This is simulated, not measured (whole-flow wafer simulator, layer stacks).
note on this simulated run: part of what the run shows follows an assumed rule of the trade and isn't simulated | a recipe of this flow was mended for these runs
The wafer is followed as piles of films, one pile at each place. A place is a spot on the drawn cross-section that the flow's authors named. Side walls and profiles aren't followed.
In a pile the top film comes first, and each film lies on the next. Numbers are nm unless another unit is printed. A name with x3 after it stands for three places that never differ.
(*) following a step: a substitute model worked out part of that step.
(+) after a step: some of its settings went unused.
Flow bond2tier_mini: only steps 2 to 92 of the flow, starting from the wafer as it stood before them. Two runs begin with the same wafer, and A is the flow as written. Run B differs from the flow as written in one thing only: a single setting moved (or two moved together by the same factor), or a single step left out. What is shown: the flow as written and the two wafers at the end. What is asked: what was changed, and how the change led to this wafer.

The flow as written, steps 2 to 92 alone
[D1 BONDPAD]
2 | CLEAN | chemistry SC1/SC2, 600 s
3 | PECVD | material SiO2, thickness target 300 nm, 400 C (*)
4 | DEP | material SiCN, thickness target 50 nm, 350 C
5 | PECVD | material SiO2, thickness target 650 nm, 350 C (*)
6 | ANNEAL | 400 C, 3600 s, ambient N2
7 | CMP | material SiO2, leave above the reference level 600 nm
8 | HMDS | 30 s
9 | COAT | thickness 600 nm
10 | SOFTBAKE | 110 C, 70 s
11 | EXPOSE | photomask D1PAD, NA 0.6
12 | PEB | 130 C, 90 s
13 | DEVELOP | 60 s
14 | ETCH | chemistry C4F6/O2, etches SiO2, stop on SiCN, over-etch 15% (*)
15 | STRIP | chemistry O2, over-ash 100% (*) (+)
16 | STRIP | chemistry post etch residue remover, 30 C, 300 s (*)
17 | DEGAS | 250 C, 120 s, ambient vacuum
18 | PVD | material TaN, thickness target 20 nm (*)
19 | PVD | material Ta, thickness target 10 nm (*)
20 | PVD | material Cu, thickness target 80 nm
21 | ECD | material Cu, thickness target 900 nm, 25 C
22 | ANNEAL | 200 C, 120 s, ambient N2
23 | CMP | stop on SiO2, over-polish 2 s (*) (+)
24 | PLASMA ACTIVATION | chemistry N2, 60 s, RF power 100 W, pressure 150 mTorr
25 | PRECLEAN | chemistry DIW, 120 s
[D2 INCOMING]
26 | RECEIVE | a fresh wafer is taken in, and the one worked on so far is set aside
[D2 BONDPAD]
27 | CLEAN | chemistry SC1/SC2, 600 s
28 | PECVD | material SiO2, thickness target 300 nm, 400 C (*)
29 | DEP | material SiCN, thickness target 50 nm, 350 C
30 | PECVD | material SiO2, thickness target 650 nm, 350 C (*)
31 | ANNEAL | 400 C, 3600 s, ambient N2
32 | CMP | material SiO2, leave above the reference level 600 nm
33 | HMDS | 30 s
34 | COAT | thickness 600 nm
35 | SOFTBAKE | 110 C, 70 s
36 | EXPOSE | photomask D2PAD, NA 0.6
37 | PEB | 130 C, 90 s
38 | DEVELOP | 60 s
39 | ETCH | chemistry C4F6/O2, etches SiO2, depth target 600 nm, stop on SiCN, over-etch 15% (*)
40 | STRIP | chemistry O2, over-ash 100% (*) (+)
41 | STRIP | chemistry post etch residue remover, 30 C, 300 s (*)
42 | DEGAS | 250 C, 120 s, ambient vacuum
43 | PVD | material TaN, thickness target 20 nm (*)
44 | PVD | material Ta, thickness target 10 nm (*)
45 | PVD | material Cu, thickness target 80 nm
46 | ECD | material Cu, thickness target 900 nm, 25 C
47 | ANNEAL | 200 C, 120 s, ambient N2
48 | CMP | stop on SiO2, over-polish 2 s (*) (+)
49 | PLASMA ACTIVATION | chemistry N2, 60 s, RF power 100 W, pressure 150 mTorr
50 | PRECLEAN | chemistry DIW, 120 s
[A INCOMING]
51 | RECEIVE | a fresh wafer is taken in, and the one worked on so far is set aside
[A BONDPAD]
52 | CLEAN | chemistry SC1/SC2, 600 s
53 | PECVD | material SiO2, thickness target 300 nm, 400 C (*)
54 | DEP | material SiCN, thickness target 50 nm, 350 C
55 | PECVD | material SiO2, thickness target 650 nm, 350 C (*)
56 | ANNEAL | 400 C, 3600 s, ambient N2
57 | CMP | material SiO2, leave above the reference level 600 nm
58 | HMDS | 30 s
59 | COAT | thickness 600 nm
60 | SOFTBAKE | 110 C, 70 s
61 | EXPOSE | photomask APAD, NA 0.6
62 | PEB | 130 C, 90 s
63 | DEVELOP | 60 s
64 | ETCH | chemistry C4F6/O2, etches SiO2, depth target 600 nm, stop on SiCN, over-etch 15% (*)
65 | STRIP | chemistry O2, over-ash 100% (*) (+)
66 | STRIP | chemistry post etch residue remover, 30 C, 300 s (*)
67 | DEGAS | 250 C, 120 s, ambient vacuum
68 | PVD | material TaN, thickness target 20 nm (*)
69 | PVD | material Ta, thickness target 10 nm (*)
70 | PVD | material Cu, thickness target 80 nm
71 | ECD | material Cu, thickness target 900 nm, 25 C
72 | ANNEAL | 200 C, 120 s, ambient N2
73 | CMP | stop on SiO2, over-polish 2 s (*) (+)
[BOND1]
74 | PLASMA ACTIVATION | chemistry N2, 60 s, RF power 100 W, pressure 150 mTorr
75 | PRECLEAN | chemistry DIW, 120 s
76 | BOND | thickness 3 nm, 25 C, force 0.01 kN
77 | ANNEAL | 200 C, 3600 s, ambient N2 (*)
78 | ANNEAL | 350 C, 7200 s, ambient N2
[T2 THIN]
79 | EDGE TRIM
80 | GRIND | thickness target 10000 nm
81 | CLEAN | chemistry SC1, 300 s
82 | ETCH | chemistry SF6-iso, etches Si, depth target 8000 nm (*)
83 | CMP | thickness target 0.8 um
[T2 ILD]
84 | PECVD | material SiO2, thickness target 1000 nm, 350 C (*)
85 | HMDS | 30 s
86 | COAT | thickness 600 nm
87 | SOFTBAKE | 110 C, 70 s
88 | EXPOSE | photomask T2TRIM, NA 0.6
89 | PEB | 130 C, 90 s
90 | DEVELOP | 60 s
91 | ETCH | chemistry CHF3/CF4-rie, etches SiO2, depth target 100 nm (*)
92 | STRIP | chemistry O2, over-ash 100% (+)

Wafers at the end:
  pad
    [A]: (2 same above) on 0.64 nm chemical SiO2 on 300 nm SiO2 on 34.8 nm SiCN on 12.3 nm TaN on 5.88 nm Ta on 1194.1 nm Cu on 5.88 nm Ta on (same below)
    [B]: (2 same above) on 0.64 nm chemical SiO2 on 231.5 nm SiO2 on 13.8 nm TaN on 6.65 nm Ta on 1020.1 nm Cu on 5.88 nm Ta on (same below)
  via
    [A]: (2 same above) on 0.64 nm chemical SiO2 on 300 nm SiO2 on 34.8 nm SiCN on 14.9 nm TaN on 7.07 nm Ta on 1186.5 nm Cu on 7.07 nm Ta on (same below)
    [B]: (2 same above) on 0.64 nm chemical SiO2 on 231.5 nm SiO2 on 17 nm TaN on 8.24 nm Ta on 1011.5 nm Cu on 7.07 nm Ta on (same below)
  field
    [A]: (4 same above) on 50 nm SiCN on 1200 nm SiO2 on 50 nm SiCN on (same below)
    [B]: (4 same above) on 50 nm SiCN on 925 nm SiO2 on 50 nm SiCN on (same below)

The reason: step 5, PECVD: thickness target 325 nm was run, whereas the flow has thickness target 650 nm.

The path from the change to this, step by step:
  5 | PECVD | material SiO2, thickness target 650 nm, 350 C (*)
      field, pad, via: A SiO2 gains 650 (new film) | B SiO2 gains 325 (new film)
  7 | CMP | material SiO2, leave above the reference level 600 nm
      field, pad, via: A SiO2 loses 50 | B nothing
  14 | ETCH | chemistry C4F6/O2, etches SiO2, stop on SiCN, over-etch 15% (*)
      pad, via: A SiO2 loses 600 (all of it), SiCN loses 15.2 | B SiO2 loses 325 (all of it), SiCN loses 50 (all of it), SiO2 loses 68.5
      field: A thick-KrF-resist loses 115 | B thick-KrF-resist loses 62.3
  15 | STRIP | chemistry O2, over-ash 100% (*) (+)
      field: A thick-KrF-resist loses 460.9 (all of it) | B thick-KrF-resist loses 513.6 (all of it)
  18 | PVD | material TaN, thickness target 20 nm (*)
      pad: A TaN gains 12.3 (new film) | B TaN gains 13.8 (new film)
      via: A TaN gains 14.9 (new film) | B TaN gains 17 (new film)
  19 | PVD | material Ta, thickness target 10 nm (*)
      pad: A Ta gains 5.88 (new film) | B Ta gains 6.65 (new film)
      via: A Ta gains 7.07 (new film) | B Ta gains 8.24 (new film)
  20 | PVD | material Cu, thickness target 80 nm
      pad: A Cu gains 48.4 (new film) | B Cu gains 54.4 (new film)
      via: A Cu gains 59 (new film) | B Cu gains 67.7 (new film)
  21 | ECD | material Cu, thickness target 900 nm, 25 C
      pad: A Cu gains 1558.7 | B Cu gains 1378.7
      via: A Cu gains 1544.3 | B Cu gains 1360.6
  76 | BOND | thickness 3 nm, 25 C, force 0.01 kN
      pad: A Si gains 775 um (new film), chemical SiO2 gains 0.64 (new film), SiO2 gains 300 (new film), SiCN gains 34.8 (new film), TaN gains 12.3 (new film), Ta gains 5.88 (new film), Cu gains 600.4 | B Si gains 775 um (new film), chemical SiO2 gains 0.64 (new film), SiO2 gains 231.5 (new film), TaN gains 13.8 (new film), Ta gains 6.65 (new film), Cu gains 426.4
      via: A Si gains 775 um (new film), chemical SiO2 gains 0.64 (new film), SiO2 gains 300 (new film), SiCN gains 34.8 (new film), TaN gains 14.9 (new film), Ta gains 7.07 (new film), Cu gains 596.6 | B Si gains 775 um (new film), chemical SiO2 gains 0.64 (new film), SiO2 gains 231.5 (new film), TaN gains 17 (new film), Ta gains 8.24 (new film), Cu gains 421.6
      (and at 1 other place as well)
